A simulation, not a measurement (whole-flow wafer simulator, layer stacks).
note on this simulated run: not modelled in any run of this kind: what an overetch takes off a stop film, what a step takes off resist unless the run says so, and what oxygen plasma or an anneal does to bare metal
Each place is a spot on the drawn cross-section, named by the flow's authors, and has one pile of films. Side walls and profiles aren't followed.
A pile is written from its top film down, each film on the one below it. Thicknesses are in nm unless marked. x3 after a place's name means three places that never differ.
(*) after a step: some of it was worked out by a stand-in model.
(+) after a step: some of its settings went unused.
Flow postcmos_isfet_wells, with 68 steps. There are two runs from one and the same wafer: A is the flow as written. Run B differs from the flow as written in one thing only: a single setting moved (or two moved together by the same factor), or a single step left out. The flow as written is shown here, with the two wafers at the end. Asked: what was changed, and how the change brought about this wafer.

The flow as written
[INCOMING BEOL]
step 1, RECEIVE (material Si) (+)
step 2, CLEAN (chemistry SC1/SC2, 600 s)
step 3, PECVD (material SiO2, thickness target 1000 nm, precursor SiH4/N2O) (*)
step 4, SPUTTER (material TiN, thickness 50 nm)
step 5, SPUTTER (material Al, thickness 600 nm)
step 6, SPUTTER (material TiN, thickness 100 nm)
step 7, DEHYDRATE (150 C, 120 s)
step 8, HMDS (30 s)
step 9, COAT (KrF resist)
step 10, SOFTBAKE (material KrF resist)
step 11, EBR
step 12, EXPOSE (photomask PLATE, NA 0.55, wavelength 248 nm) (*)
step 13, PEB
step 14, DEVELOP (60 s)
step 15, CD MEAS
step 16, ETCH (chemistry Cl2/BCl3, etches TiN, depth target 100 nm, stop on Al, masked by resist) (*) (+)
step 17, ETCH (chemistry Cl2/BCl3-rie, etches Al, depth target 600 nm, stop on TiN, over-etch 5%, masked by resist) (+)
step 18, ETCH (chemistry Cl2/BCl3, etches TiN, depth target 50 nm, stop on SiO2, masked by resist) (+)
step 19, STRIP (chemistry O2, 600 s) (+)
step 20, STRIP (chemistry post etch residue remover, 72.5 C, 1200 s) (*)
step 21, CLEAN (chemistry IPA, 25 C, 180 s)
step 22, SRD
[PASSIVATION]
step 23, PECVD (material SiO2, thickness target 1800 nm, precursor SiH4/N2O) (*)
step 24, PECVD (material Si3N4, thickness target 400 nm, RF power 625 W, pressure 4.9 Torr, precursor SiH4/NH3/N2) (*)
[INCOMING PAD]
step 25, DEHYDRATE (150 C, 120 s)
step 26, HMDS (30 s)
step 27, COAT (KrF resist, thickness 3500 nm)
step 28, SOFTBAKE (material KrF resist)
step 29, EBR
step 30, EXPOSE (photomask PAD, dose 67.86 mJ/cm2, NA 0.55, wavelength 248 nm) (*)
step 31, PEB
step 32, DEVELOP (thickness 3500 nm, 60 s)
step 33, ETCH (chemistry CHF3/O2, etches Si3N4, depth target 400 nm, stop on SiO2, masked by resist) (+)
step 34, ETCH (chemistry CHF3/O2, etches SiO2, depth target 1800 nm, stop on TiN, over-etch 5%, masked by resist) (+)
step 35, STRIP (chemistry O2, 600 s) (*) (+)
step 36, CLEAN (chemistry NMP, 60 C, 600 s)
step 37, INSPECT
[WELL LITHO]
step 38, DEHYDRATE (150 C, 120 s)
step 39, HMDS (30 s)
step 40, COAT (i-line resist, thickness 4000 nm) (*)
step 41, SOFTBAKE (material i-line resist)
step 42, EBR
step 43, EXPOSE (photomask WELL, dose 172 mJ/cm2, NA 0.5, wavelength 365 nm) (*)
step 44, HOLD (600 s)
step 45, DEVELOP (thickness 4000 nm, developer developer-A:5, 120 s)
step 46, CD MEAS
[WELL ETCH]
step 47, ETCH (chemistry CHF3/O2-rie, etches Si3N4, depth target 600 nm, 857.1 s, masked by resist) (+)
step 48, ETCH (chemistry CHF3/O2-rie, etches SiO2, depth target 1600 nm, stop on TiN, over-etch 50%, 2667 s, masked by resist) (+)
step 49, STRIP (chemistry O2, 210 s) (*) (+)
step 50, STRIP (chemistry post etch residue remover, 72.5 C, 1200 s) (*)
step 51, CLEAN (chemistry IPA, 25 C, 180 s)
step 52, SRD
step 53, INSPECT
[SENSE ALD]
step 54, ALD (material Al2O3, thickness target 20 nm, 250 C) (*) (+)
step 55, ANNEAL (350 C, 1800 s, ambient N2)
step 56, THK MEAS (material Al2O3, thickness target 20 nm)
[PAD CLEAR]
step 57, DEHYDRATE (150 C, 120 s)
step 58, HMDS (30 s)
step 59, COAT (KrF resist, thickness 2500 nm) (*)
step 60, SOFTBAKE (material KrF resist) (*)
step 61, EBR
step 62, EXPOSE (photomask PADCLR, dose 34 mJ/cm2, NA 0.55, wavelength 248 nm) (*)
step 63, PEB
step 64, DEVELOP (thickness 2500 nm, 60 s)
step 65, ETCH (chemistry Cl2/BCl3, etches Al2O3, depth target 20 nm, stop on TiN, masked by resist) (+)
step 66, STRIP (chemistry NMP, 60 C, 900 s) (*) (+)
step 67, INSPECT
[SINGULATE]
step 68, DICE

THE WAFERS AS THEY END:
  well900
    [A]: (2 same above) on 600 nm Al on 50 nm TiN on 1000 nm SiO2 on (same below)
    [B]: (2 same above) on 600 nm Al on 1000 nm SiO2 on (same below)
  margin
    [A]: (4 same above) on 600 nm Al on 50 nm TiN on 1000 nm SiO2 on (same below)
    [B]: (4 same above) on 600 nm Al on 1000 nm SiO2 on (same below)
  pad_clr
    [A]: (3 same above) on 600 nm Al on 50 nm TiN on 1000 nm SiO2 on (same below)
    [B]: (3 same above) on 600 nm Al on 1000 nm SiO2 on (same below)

What caused this: step 4, SPUTTER: material TiN, thickness 50 nm, was skipped.

The path from the change to this, step by step:
  step 18, ETCH (chemistry Cl2/BCl3, etches TiN, depth target 50 nm, stop on SiO2, masked by resist) (+)
      field: A -50 TiN (all of it) | B nothing
  step 23, PECVD (material SiO2, thickness target 1800 nm, precursor SiH4/N2O) (*)
      field: A +1800 SiO2 (new film), +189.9 void (new film), +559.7 SiO2 | B +1800 SiO2 (new film), +152.8 void (new film), +546.8 SiO2
